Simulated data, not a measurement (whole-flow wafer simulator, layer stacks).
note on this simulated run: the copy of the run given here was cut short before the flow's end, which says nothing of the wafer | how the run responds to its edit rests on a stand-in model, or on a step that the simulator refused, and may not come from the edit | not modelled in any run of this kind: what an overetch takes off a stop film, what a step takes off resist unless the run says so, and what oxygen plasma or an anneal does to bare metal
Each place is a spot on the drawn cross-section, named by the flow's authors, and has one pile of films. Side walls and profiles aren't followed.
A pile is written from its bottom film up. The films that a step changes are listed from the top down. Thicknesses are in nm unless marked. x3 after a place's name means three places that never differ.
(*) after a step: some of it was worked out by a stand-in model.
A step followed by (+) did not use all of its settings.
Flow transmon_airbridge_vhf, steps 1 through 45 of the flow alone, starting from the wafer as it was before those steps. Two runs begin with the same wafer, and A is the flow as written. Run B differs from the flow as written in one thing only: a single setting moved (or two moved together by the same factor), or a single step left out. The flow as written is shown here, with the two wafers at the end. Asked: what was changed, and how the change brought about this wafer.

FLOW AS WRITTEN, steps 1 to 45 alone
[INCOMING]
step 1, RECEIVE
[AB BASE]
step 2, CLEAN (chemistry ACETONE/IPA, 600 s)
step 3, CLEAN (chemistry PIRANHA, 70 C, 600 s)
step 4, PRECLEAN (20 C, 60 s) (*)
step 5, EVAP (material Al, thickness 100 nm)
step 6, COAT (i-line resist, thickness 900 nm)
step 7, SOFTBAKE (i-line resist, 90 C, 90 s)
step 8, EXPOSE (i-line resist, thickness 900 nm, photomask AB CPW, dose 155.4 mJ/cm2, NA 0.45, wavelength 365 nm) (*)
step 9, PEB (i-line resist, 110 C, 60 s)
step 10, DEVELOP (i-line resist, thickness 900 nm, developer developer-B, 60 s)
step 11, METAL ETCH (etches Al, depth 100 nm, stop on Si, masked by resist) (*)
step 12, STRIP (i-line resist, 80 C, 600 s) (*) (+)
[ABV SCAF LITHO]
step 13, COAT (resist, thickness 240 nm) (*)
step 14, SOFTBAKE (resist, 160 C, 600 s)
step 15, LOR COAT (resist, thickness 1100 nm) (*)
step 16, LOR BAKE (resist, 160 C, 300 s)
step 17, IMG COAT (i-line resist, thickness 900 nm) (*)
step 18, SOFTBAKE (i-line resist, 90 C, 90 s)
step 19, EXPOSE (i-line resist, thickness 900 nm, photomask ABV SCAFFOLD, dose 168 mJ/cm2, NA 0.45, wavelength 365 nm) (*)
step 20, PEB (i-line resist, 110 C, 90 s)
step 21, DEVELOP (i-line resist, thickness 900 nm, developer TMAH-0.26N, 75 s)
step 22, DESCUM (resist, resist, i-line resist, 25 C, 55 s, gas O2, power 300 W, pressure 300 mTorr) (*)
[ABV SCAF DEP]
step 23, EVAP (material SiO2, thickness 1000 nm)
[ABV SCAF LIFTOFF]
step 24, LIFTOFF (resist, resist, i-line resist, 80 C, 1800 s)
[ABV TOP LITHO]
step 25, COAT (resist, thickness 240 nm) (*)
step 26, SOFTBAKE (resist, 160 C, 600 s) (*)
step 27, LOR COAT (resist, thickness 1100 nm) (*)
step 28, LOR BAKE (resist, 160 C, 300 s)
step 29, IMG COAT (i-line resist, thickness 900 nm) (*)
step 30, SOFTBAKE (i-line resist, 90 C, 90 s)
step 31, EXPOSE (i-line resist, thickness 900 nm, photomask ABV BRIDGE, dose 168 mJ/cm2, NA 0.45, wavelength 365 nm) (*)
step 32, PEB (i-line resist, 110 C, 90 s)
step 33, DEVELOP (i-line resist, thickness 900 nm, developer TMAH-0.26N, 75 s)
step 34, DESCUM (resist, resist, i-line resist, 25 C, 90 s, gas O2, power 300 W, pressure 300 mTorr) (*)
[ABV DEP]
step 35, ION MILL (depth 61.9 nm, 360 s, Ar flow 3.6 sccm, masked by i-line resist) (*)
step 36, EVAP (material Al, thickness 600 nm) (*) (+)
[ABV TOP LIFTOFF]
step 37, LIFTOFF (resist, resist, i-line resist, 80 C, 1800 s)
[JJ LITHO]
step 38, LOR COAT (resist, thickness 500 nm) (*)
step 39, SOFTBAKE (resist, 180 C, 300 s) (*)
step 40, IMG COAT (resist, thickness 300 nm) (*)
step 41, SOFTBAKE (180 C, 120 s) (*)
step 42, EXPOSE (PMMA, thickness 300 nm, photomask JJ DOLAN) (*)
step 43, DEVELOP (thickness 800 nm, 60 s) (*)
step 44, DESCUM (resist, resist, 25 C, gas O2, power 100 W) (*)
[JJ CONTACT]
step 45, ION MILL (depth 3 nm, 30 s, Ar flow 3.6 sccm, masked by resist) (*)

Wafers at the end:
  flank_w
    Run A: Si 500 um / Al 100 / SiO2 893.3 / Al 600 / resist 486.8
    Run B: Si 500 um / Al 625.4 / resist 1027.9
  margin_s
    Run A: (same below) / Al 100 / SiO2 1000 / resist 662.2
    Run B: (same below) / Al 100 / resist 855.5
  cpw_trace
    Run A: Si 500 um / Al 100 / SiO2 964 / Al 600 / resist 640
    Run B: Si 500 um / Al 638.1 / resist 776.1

What caused this: step 12, STRIP: i-line resist, 80 C, 600 s (*) (+), was skipped.

How this came from the change, step by step:
  step 13, COAT (resist, thickness 240 nm) (*)
      pad_w, pad_e: A resist gains 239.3 (new film) | B resist gains 233.6 (new film)
      flank_w, flank_e: A resist gains 222.3 (new film) | B resist gains 173.9 (new film)
      (as well as at 4 more places)
  step 15, LOR COAT (resist, thickness 1100 nm) (*)
      pad_w, pad_e: A resist gains 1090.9 | B resist gains 1033.5
      flank_w, flank_e: A resist gains 1086.4 | B resist gains 919
      (as well as at 3 more places)
  step 17, IMG COAT (i-line resist, thickness 900 nm) (*)
      pad_w, pad_e: A i-line resist gains 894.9 (new film) | B i-line resist gains 842.5 (new film)
      flank_w, flank_e: A i-line resist gains 907.6 (new film) | B i-line resist gains 934.3 (new film)
      (as well as at 4 more places)
  step 18, SOFTBAKE (i-line resist, 90 C, 90 s)
      gap_w, gap_e: A nothing | B i-line resist gains 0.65
  step 20, PEB (i-line resist, 110 C, 90 s)
      pad_w, pad_e: A i-line resist loses 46 | B i-line resist loses 43.2
      flank_w, flank_e: A i-line resist loses 46.7 | B i-line resist loses 48.1
      (as well as at 4 more places)
  step 21, DEVELOP (i-line resist, thickness 900 nm, developer TMAH-0.26N, 75 s)
      flank_w, flank_e: A i-line resist loses 860.9 (all of it), resist loses 1086.4 | B i-line resist loses 886.2 (all of it), resist loses 919
      gap_w, gap_e: A i-line resist loses 879.1 (all of it), resist loses 1129.7 | B i-line resist loses 1110.3 (all of it), resist loses 1364.8
      (as well as at 1 more place)
  step 22, DESCUM (resist, resist, i-line resist, 25 C, 55 s, gas O2, power 300 W, pressure 300 mTorr) (*)
      flank_w, flank_e: A resist loses 222.3 (all of it) | B resist loses 173.9 (all of it)
      gap_w, gap_e: A resist loses 251.7 (all of it) | B resist loses 308.3 (all of it)
      (as well as at 1 more place)
  step 24, LIFTOFF (resist, resist, i-line resist, 80 C, 1800 s)
      cpw_trace, margin_s, bridge_strip, margin_n: A nothing | B SiO2 loses 1000 (all of it), i-line resist loses 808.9 (all of it)
      pad_w, pad_e: A SiO2 loses 1000 (all of it), i-line resist loses 718 (all of it), resist loses 1330.2 (all of it) | B SiO2 loses 1000 (all of it), i-line resist loses 668.5 (all of it), resist loses 1267.1 (all of it), i-line resist loses 808.9 (all of it)
      (as well as at 5 more places)
  step 25, COAT (resist, thickness 240 nm) (*)
      flank_w, flank_e: A resist gains 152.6 (new film) | B resist gains 365.9 (new film)
      gap_w, gap_e: A resist gains 210.7 (new film) | B resist gains 177.6 (new film)
      (as well as at 7 more places)
  step 27, LOR COAT (resist, thickness 1100 nm) (*)
      gap_w, gap_e: A resist gains 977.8 | B resist gains 858.6
      margin_s, margin_n: A resist gains 823.4 | B resist gains 1100
      (as well as at 7 more places)
  step 29, IMG COAT (i-line resist, thickness 900 nm) (*)
      gap_w, gap_e: A i-line resist gains 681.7 (new film) | B i-line resist gains 623.6 (new film)
      margin_s, margin_n: A i-line resist gains 603.2 (new film) | B i-line resist gains 900 (new film)
      (as well as at 7 more places)
  step 30, SOFTBAKE (i-line resist, 90 C, 90 s)
      flank_w, flank_e: A i-line resist loses 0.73 | B i-line resist gains 0.06
      margin_s, margin_n: A i-line resist loses 0.61 | B nothing
  step 32, PEB (i-line resist, 110 C, 90 s)
      pad_w, pad_e: A i-line resist loses 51 | B i-line resist loses 49.8
      flank_w, flank_e: A i-line resist loses 38.3 | B i-line resist loses 42.3
      (as well as at 7 more places)
  step 33, DEVELOP (i-line resist, thickness 900 nm, developer TMAH-0.26N, 75 s)
      gap_w, gap_e: A i-line resist loses 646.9 (all of it), resist loses 977.8 | B i-line resist loses 591.5 (all of it), resist loses 858.6
      pad_w: A i-line resist loses 937.2 (all of it), resist loses 1247.8 | B i-line resist loses 916.5 (all of it), resist loses 1167.8
      (as well as at 5 more places)
  step 34, DESCUM (resist, resist, i-line resist, 25 C, 90 s, gas O2, power 300 W, pressure 300 mTorr) (*)
      flank_w, flank_e: A resist loses 152.6 (all of it) | B resist loses 365.9 (all of it)
      gap_w, gap_e: A resist loses 210.7 (all of it) | B resist loses 177.6 (all of it)
      (as well as at 4 more places)
  step 35, ION MILL (depth 61.9 nm, 360 s, Ar flow 3.6 sccm, masked by i-line resist) (*)
      flank_w, cpw_trace, flank_e, bridge_strip: A SiO2 loses 36 | B Al loses 61.9
  ... another 3 steps ...
  step 40, IMG COAT (resist, thickness 300 nm) (*)
      pad_w, pad_e: A resist gains 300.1 | B resist gains 280.6
      flank_w, flank_e: A resist gains 212.1 | B resist gains 316.6
      (as well as at 6 more places)
With metal films that touch counted as one body, flank_w has 1 body; the flow as written gives 2 bodies (between them, from the top down: SiO2 893.3).
With metal films that touch counted as one body, cpw_trace has 1 body; the flow as written gives 2 bodies (between them, from the top down: SiO2 964).
